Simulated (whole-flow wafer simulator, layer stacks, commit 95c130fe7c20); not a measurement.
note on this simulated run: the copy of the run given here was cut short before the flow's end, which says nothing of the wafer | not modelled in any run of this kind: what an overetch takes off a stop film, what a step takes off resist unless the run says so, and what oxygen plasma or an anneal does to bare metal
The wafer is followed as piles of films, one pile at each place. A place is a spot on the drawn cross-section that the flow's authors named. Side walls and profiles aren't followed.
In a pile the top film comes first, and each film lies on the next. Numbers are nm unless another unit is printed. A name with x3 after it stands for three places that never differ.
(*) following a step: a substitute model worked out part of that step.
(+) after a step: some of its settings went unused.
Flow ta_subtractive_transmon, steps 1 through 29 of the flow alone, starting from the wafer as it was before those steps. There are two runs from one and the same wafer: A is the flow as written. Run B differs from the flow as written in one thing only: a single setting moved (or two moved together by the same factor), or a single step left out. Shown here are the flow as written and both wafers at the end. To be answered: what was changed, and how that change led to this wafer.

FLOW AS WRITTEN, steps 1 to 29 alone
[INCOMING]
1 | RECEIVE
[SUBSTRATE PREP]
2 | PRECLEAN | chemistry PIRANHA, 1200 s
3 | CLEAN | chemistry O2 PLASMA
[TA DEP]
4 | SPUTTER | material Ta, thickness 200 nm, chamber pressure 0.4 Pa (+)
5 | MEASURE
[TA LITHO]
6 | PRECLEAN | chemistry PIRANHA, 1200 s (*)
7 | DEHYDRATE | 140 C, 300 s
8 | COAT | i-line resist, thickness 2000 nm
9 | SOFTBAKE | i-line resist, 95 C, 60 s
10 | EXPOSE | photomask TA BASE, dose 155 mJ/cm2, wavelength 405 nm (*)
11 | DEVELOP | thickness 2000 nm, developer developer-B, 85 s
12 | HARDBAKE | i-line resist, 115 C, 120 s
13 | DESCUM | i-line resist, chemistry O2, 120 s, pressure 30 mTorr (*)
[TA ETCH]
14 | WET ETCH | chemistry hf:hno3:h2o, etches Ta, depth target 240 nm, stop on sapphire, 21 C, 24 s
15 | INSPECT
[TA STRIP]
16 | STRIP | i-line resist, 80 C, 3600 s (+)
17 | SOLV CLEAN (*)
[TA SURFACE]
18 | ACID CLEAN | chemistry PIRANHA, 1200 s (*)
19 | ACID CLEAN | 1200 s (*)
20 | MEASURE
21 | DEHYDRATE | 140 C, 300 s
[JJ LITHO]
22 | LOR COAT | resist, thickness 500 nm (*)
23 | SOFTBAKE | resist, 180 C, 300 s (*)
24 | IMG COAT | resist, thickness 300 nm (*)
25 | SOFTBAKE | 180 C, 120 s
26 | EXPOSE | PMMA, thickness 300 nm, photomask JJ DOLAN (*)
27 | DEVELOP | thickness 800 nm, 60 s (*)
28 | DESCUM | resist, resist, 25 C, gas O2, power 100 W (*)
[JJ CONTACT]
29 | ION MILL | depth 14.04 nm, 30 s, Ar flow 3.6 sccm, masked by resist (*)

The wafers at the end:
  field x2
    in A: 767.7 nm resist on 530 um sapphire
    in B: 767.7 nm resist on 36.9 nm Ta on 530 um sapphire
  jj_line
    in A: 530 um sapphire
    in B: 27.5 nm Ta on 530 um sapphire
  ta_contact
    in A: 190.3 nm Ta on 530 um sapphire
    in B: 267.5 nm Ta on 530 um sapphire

The reason: step 4, SPUTTER: thickness 277.2 nm was run, while the flow as written has thickness 200 nm.

How this came from the change, step by step:
  4 | SPUTTER | material Ta, thickness 200 nm, chamber pressure 0.4 Pa (+)
      field x2, jj_line, lead, ta_contact, ta_pad: A +200 Ta (new film) | B +277.2 Ta (new film)
  14 | WET ETCH | chemistry hf:hno3:h2o, etches Ta, depth target 240 nm, stop on sapphire, 21 C, 24 s
      field x2, jj_line, lead: A -200 Ta (all of it) | B -240 Ta
  22 | LOR COAT | resist, thickness 500 nm (*)
      ta_contact: A +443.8 resist (new film) | B +433.7 resist (new film)
  29 | ION MILL | depth 14.04 nm, 30 s, Ar flow 3.6 sccm, masked by resist (*)
      jj_line, lead: A -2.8 sapphire | B -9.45 Ta
With metal films that touch counted as one body, field x2 has 1 body; the flow as written gives 0 bodies.
With metal films that touch counted as one body, jj_line has 1 body; the flow as written gives 0 bodies.
